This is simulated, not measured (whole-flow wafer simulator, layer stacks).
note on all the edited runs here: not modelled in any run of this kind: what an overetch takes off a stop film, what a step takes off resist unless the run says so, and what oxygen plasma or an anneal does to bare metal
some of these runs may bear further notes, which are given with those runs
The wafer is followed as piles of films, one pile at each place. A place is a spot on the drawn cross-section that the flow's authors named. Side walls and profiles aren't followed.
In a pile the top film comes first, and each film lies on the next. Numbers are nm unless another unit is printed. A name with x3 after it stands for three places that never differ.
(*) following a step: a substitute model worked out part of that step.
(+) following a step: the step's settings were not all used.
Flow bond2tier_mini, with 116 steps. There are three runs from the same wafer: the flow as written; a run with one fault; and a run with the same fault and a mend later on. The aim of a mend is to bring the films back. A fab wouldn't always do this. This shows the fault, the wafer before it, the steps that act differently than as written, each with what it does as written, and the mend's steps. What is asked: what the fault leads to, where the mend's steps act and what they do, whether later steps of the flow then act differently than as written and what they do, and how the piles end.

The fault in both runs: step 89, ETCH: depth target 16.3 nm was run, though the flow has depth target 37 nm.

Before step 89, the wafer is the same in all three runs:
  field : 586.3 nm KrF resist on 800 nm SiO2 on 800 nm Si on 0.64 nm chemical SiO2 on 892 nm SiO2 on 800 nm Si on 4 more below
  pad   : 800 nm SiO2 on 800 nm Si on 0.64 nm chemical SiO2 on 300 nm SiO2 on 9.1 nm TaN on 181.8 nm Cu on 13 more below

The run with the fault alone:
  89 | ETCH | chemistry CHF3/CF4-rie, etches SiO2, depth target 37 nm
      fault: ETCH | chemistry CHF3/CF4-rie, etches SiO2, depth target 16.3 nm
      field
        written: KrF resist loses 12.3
        fault: KrF resist loses 5.43
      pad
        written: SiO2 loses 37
        fault: SiO2 loses 16.3
  Steps later in the flow that act otherwise than as written (not shown: 4 more steps that differ only slightly, by at most 2% or 0.5 nm, whichever is larger):
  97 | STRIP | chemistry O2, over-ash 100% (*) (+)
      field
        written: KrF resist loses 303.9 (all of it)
        fault: KrF resist loses 312.7 (all of it)
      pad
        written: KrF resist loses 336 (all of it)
        fault: KrF resist loses 326.8 (all of it)
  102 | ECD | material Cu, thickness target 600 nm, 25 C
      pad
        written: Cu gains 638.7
        fault: Cu gains 617
  The piles end different from the flow's at pad by more than 2% or 0.5 nm, whichever is larger.
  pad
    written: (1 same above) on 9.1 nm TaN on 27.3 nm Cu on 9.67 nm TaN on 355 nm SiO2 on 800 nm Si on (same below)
    fault: (1 same above) on 9.1 nm TaN on 6.44 nm Cu on 9.86 nm TaN on 375.7 nm SiO2 on 800 nm Si on (same below)

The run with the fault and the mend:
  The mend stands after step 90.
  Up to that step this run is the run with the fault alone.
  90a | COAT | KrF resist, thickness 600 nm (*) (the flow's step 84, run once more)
      field
        KrF resist gains 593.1 (new film)
      pad
        KrF resist gains 607.2 (new film)
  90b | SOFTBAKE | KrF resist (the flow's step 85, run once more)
      leaves every film unchanged at each place that is followed
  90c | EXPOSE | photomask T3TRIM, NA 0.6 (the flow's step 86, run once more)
      leaves every film unchanged at each place that is followed
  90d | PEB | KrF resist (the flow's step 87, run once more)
      leaves every film unchanged at each place that is followed
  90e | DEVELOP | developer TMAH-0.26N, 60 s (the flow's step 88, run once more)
      field
        KrF resist loses 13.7
      pad
        KrF resist loses 607.2 (all of it)
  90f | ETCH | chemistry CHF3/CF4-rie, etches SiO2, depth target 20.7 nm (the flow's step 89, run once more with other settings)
      field
        KrF resist loses 6.9
      pad
        SiO2 loses 20.7
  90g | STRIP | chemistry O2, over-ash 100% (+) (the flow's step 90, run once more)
      field
        KrF resist loses 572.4 (all of it)
  Later steps of the flow that are run all act as written at every place that is followed.
  By the end, the piles equal the flow's at every place that both follow.
